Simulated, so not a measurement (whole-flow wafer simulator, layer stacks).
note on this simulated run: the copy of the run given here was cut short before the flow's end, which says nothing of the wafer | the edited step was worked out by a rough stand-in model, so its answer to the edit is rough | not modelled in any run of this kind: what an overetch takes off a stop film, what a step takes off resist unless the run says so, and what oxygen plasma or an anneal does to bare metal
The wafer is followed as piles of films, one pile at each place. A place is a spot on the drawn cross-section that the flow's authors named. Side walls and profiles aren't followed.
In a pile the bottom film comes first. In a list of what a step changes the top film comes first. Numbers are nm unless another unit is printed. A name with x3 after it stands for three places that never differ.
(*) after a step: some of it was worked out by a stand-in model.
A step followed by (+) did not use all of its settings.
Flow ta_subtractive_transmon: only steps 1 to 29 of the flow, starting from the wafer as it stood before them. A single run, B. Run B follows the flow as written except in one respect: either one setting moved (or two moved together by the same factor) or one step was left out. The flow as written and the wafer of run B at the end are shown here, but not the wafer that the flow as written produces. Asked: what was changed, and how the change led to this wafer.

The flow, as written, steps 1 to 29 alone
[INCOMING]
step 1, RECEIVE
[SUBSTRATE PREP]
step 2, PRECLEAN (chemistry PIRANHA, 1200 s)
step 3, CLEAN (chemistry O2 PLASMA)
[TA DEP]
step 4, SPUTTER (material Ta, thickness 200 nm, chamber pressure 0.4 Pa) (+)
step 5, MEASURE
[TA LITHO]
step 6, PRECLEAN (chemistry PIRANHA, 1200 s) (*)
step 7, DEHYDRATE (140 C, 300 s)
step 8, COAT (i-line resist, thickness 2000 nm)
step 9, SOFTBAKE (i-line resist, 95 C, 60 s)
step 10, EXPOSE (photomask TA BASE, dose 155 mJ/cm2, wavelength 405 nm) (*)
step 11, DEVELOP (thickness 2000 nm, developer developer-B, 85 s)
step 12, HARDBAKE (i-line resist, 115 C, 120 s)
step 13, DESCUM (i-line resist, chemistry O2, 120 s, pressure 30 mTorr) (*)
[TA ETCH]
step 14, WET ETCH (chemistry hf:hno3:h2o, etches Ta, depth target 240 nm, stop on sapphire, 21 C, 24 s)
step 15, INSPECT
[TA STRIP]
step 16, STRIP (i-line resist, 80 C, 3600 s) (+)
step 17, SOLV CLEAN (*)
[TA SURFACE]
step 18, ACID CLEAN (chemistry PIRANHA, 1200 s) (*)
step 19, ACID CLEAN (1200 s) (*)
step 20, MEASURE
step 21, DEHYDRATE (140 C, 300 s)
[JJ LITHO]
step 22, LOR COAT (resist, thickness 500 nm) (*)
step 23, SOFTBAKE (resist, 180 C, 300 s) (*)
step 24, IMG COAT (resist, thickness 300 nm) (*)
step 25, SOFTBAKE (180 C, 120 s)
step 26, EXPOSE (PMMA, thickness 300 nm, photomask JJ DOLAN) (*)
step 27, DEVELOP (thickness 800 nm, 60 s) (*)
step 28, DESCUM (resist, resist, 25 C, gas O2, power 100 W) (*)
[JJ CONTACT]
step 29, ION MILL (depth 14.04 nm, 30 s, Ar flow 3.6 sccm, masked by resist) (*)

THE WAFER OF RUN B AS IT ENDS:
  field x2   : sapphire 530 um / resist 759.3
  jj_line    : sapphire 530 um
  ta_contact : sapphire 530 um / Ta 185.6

The reason: step 29, ION MILL: 45 s was run, whereas the flow has 30 s.

Step by step, how the change led to this:
  step 29, ION MILL (depth 14.04 nm, 30 s, Ar flow 3.6 sccm, masked by resist) (*)
      field x2, ta_pad: resist loses 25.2 (as written it would have been: resist loses 16.8)
      jj_line, lead: sapphire loses 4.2 (as written it would have been: sapphire loses 2.8)
      (and at 1 other place as well)
